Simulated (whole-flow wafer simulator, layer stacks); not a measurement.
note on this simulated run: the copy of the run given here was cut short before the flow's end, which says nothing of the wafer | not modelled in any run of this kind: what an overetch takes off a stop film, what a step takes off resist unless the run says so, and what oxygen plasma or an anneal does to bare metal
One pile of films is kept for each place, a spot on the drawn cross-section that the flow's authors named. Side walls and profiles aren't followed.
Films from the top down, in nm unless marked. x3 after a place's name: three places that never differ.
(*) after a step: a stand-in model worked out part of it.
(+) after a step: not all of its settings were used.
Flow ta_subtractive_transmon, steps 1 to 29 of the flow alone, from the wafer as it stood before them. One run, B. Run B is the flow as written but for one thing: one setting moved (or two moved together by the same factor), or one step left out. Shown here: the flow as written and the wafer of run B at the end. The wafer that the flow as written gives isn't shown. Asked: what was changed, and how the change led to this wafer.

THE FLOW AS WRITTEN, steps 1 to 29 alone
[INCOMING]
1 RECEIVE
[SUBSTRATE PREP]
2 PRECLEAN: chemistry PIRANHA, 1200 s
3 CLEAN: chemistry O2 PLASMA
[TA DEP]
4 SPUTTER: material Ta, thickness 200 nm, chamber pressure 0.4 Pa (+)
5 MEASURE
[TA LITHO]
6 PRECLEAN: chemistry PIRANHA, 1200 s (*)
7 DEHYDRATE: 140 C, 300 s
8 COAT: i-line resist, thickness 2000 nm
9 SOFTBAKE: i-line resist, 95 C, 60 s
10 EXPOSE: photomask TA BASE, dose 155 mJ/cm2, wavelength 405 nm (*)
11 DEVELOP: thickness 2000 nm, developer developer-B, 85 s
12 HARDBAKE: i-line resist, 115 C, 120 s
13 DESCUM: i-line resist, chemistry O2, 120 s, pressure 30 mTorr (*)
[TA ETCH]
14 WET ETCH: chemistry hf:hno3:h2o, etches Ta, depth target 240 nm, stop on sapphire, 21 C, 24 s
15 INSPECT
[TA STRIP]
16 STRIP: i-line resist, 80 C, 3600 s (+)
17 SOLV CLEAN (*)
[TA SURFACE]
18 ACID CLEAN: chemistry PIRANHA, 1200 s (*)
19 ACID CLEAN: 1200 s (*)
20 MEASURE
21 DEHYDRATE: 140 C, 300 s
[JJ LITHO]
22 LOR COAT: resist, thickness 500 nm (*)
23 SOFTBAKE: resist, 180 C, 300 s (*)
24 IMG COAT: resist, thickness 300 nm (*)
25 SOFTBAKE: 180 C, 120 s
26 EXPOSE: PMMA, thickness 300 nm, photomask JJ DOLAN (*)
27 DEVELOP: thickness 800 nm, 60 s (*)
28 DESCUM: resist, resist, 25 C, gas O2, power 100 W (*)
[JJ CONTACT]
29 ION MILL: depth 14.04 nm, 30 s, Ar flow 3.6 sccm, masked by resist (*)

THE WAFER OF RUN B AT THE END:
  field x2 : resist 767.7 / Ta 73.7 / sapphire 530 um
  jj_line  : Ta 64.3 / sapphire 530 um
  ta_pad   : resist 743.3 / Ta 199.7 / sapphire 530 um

The cause: step 14, WET ETCH: 12.6 s was run, where the flow has 24 s.

How the change led to this, step by step:
  14 WET ETCH: chemistry hf:hno3:h2o, etches Ta, depth target 240 nm, stop on sapphire, 21 C, 24 s
      field x2, jj_line, lead: Ta -126 (as written it would be: Ta -200 (all of it))
  22 LOR COAT: resist, thickness 500 nm (*)
      lead: resist +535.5 (new film) (as written it would be: resist +554.8 (new film))
      ta_contact: resist +463.3 (new film) (as written it would be: resist +443.8 (new film))
  24 IMG COAT: resist, thickness 300 nm (*)
      ta_pad: resist +288 (as written it would be: resist +281.3)
  27 DEVELOP: thickness 800 nm, 60 s (*)
      lead: resist -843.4 (all of it) (as written it would be: resist -867.4 (all of it))
      ta_contact: resist -755.5 (all of it) (as written it would be: resist -731.2 (all of it))
  29 ION MILL: depth 14.04 nm, 30 s, Ar flow 3.6 sccm, masked by resist (*)
      jj_line, lead: Ta -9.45 (as written it would be: sapphire -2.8)
Counting metal films that touch as one body, field x2 has 1 body; the flow as written gives 0 bodies.
Counting metal films that touch as one body, jj_line has 1 body; the flow as written gives 0 bodies.
